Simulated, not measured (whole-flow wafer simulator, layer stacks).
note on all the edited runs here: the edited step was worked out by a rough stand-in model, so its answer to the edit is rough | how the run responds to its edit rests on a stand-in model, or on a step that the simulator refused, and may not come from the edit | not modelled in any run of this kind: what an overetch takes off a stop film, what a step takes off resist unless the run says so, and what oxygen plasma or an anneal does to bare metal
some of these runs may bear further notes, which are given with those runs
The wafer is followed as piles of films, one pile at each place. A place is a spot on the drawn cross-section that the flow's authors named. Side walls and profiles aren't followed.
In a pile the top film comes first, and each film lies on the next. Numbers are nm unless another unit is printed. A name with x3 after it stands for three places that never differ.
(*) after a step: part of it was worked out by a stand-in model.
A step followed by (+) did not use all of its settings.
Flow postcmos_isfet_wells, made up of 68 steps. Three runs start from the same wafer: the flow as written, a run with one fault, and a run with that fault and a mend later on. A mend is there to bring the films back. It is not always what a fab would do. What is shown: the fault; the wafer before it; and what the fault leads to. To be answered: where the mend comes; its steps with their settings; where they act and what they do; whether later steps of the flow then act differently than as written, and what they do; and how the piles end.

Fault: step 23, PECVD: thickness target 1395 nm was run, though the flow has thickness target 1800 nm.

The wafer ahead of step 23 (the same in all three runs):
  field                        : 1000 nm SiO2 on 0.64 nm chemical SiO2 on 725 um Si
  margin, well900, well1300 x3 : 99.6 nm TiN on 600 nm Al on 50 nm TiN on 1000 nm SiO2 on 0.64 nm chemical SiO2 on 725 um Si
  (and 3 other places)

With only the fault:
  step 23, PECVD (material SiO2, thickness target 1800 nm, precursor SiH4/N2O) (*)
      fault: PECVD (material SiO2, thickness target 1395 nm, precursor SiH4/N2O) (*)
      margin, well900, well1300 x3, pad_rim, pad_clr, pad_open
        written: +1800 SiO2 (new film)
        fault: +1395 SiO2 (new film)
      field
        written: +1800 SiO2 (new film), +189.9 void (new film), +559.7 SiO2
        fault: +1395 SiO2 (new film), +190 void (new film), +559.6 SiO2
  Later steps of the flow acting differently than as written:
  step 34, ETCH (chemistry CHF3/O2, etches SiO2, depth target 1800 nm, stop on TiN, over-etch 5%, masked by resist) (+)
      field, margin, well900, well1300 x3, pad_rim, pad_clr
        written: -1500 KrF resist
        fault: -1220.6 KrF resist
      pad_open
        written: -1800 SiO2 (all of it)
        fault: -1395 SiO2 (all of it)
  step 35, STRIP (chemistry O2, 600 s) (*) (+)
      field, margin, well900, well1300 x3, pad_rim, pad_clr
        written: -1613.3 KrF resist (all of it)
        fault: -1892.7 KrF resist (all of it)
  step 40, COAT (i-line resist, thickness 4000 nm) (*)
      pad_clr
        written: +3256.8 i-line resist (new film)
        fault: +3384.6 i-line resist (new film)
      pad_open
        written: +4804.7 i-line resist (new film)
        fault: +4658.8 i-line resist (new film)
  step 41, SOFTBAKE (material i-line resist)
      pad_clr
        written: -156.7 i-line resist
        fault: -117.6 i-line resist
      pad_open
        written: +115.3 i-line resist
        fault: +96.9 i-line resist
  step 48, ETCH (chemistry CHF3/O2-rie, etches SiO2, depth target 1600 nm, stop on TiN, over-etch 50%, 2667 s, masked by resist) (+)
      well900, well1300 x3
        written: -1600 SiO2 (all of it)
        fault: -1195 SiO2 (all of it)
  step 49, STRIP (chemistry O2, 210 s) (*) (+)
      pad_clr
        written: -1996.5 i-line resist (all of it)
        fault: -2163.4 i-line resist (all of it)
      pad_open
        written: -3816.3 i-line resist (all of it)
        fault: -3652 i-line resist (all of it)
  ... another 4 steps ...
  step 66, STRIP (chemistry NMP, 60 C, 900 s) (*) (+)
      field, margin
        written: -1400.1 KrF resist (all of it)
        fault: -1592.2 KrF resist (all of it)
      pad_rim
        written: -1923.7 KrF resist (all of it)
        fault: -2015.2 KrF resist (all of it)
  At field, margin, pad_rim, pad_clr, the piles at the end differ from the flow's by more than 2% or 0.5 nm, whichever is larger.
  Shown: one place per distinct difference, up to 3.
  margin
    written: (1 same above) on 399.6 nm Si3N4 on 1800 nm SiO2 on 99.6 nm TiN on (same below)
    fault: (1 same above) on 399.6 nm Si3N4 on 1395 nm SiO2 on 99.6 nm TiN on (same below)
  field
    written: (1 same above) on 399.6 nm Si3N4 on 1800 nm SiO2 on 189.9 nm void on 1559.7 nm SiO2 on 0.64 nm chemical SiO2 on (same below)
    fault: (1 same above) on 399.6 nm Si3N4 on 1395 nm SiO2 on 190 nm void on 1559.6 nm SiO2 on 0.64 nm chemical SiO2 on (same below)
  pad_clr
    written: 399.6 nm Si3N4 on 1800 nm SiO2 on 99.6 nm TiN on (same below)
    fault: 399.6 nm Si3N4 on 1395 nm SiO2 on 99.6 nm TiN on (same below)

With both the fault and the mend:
  The mend stands after step 23.
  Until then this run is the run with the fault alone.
  step 23a, PECVD (material SiO2, thickness target 405 nm, precursor SiH4/N2O) (*) (a further turn of the flow's step 23, with different settings)
      field, margin, well900, well1300 x3, pad_rim, pad_clr, pad_open
        +405 SiO2
  Later steps of the flow that are run all act as written at every place that is followed.
  The piles end only slightly different from the flow's at the places that both follow, by no more than 2% or 0.5 nm, whichever is larger.
